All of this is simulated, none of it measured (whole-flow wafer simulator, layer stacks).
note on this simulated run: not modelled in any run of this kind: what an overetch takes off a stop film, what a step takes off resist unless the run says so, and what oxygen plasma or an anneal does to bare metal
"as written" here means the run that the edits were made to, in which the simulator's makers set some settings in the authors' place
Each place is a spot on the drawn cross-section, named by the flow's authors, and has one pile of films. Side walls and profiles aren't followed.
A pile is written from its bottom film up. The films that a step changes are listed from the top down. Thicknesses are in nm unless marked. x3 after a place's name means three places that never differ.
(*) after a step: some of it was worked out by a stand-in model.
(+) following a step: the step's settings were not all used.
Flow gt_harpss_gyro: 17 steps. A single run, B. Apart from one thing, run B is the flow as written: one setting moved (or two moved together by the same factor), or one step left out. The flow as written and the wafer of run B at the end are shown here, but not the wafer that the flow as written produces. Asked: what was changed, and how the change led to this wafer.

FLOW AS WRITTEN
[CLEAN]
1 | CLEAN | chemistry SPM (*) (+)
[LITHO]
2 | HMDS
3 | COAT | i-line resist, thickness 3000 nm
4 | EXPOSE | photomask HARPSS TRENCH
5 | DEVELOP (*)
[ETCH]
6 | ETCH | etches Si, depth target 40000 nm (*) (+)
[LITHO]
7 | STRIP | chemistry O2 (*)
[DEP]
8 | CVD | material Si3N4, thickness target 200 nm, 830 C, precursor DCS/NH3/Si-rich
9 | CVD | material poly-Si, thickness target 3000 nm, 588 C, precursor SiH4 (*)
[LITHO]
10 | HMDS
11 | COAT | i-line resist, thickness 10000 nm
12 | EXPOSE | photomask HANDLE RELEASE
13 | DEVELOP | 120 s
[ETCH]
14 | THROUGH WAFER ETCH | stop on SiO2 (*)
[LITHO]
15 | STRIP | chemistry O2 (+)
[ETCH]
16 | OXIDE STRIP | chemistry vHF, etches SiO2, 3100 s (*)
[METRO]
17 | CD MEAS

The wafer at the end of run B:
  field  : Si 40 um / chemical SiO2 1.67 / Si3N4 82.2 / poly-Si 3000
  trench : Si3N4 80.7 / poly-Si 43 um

What caused this: step 8, CVD: thickness target 82.2 nm was run, whereas the flow has thickness target 200 nm.
The wafer itself shows it: field has Si3N4 82.2, and step 8 as written asks for 200 nm.

Step by step, how the change led to this:
  8 | CVD | material Si3N4, thickness target 200 nm, 830 C, precursor DCS/NH3/Si-rich
      field: +82.2 Si3N4 (new film) (it would be, as written: +200 Si3N4 (new film))
      trench: +80.7 Si3N4 (new film) (it would be, as written: +195.9 Si3N4 (new film))
  9 | CVD | material poly-Si, thickness target 3000 nm, 588 C, precursor SiH4 (*)
      trench: +43 um poly-Si (new film) (it would be, as written: +43.01 um poly-Si (new film))
